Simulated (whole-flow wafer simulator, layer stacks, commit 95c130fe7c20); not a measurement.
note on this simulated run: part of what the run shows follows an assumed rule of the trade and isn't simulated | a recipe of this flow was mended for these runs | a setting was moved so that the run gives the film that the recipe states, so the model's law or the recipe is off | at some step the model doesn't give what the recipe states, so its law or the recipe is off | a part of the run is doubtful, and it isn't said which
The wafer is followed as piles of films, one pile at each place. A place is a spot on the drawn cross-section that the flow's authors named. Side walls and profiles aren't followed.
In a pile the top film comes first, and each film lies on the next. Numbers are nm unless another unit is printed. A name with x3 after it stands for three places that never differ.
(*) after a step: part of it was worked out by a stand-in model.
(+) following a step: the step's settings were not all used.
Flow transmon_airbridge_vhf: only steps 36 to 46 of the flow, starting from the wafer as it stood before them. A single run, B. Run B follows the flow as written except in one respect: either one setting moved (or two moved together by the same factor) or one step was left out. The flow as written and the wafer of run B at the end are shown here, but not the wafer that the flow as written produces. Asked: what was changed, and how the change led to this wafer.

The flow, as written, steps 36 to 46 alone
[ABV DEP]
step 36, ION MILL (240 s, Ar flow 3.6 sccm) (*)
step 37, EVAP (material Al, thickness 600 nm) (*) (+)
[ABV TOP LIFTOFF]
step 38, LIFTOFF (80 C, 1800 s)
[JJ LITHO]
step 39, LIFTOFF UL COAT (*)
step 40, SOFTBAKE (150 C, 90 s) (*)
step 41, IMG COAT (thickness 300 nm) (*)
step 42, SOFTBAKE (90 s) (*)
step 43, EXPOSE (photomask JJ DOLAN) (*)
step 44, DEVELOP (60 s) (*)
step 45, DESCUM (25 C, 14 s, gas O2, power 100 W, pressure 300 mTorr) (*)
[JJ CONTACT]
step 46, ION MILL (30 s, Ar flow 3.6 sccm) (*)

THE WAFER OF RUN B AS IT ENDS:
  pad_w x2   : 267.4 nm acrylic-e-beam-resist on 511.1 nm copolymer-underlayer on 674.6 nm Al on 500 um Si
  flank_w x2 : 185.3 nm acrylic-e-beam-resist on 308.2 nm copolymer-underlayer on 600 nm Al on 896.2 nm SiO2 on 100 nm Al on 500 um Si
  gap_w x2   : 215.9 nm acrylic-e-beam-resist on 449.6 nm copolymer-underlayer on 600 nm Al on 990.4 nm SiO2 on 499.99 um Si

Cause: step 36, ION MILL: 96 s was run, whereas the flow has 240 s.

How this came from the change, step by step:
  step 36, ION MILL (240 s, Ar flow 3.6 sccm) (*)
      field x3, jj_line, ground_far, trace_open_s x2, margin_s, margin_n: i-line-resist loses 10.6 (as written it would have been: i-line-resist loses 26.5)
      flank_w x2, gap_w x2, cpw_trace, bridge_strip: SiO2 loses 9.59 (as written it would have been: SiO2 loses 24)
      (also at 2 further places)
  step 38, LIFTOFF (80 C, 1800 s)
      field x3, jj_line, trace_open_s x2: Al loses 600 (all of it), i-line-resist loses 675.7 (all of it), lift-off-underlayer loses 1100 (all of it), acrylic-e-beam-resist loses 240 (all of it) (as written it would have been: Al loses 600 (all of it), i-line-resist loses 659.8 (all of it), lift-off-underlayer loses 1100 (all of it), acrylic-e-beam-resist loses 240 (all of it))
      margin_s, margin_n: Al loses 600 (all of it), i-line-resist loses 394.1 (all of it), lift-off-underlayer loses 823.4 (all of it), acrylic-e-beam-resist loses 168.6 (all of it) (as written it would have been: Al loses 600 (all of it), i-line-resist loses 378.2 (all of it), lift-off-underlayer loses 823.4 (all of it), acrylic-e-beam-resist loses 168.6 (all of it))
      (also at 1 further place)
